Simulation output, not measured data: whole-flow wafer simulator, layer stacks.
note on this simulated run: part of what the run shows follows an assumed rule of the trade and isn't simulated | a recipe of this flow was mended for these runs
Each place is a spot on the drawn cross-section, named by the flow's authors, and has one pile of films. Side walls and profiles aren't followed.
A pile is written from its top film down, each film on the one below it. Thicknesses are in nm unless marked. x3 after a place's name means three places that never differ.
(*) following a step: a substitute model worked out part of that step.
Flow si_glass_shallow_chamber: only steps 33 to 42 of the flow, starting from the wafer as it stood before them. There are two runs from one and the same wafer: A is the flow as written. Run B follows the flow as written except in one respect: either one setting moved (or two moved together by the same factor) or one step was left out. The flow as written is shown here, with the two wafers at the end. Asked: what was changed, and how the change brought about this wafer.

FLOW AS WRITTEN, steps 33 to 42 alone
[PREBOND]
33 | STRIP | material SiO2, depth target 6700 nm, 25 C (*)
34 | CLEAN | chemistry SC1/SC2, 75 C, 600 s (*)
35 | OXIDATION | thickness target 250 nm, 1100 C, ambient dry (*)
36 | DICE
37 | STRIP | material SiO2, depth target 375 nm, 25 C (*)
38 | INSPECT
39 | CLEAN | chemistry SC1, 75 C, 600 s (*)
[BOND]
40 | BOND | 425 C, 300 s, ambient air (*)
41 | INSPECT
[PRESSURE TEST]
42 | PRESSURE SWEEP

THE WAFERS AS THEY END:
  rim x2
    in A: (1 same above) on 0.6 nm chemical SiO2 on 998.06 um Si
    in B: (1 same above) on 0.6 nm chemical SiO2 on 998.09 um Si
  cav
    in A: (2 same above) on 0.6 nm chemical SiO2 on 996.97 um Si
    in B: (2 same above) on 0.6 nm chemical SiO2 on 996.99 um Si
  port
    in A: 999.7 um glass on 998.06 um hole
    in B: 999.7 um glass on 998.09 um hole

The reason: step 35, OXIDATION: 1065 C was run, though the flow has 1100 C.

The path from the change to this, step by step:
  35 | OXIDATION | thickness target 250 nm, 1100 C, ambient dry (*)
      rim x2, cav, septum, ring: A +250 SiO2 (new film), -0.6 chemical SiO2 (all of it), -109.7 Si | B +198.8 SiO2 (new film), -0.6 chemical SiO2 (all of it), -87.2 Si
  37 | STRIP | material SiO2, depth target 375 nm, 25 C (*)
      rim x2, cav, septum, ring: A -250 SiO2 (all of it) | B -198.8 SiO2 (all of it)
  40 | BOND | 425 C, 300 s, ambient air (*)
      port: A +999.7 um glass (new film), +1017.3 hole | B +999.7 um glass (new film), +1039.8 hole
